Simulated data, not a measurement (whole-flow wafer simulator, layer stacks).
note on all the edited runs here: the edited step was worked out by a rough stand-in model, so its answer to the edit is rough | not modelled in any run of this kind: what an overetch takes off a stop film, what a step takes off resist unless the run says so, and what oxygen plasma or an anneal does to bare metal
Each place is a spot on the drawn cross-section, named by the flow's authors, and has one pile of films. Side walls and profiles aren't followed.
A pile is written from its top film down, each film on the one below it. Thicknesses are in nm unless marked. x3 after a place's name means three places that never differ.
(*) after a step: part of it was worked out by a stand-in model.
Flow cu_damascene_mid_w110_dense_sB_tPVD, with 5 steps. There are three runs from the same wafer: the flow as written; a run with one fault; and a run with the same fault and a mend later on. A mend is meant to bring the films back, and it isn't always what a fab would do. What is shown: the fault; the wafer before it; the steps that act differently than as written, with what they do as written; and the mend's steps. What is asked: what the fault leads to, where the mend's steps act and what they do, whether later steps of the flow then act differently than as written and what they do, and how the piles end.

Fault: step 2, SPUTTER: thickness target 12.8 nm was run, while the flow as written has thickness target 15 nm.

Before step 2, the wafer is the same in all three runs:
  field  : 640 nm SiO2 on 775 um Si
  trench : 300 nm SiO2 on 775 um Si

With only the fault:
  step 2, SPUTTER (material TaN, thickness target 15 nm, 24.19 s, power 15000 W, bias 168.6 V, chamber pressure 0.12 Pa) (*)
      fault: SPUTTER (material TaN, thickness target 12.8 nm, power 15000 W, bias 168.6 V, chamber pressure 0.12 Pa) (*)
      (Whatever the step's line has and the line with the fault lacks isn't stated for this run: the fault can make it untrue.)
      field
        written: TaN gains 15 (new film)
        fault: TaN gains 12.8 (new film)
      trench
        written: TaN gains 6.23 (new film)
        fault: TaN gains 5.32 (new film)
  Later steps of the flow that are run all act as written at every place that is followed, up to a difference of at most 2% or 0.5 nm, whichever is larger.
  At field, trench, the piles at the end differ from the flow's by more than 2% or 0.5 nm, whichever is larger.
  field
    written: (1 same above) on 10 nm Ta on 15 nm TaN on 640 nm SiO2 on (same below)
    fault: (1 same above) on 10 nm Ta on 12.8 nm TaN on 640 nm SiO2 on (same below)
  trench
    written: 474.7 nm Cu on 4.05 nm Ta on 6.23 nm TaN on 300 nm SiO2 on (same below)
    fault: 473.4 nm Cu on 4.07 nm Ta on 5.32 nm TaN on 300 nm SiO2 on (same below)

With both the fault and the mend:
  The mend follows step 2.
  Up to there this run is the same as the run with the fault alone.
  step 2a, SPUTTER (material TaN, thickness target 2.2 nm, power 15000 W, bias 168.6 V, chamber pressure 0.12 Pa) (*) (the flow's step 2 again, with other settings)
      field
        TaN gains 2.2
      trench
        TaN gains 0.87
  Later steps of the flow that are run all act as written at every place that is followed, up to a difference of at most 2% or 0.5 nm, whichever is larger.
  When the end is reached, the piles differ only a little from the flow's at the places that both follow, at most by 2% or 0.5 nm, whichever is larger.
